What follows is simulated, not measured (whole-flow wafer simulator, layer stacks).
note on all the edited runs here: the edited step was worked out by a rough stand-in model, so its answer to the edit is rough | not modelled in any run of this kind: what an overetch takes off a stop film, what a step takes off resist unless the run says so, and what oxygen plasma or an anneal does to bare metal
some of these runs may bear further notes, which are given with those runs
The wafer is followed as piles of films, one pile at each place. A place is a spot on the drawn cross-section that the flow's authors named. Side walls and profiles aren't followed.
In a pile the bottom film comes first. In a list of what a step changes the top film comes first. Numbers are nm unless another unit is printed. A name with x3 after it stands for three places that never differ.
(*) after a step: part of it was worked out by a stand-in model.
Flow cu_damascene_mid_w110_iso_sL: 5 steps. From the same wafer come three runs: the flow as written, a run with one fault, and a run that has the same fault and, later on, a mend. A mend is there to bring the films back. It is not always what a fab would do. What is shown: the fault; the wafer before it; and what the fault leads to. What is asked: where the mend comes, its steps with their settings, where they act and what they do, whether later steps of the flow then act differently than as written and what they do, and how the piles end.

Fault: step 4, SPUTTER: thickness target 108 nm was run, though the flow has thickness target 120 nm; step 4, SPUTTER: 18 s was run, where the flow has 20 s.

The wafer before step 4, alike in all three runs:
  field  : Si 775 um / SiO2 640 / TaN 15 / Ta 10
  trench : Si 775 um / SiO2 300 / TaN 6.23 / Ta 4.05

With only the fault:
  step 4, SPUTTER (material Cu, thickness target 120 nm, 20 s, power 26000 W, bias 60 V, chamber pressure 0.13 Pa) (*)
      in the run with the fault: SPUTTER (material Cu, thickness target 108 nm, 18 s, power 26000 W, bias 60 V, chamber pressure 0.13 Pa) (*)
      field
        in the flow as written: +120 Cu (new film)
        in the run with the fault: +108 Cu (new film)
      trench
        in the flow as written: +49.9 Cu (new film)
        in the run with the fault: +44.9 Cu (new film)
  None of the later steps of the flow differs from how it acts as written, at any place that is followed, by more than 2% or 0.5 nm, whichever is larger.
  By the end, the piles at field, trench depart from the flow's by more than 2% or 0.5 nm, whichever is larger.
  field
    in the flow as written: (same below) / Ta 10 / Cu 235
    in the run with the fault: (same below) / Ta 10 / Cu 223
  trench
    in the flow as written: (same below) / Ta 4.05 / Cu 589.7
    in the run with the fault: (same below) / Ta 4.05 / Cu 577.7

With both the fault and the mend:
  After step 4 comes the mend.
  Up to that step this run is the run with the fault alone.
  step 4a, SPUTTER (material Cu, thickness target 12 nm, 2 s, power 26000 W, bias 60 V, chamber pressure 0.13 Pa) (*) (the flow's step 4, run once more with other settings)
      field
        +12 Cu
      trench
        +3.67 Cu
  None of the later steps of the flow differs from how it acts as written, at any place that is followed, by more than 2% or 0.5 nm, whichever is larger.
  The piles end the same as the flow's at every place that both follow.
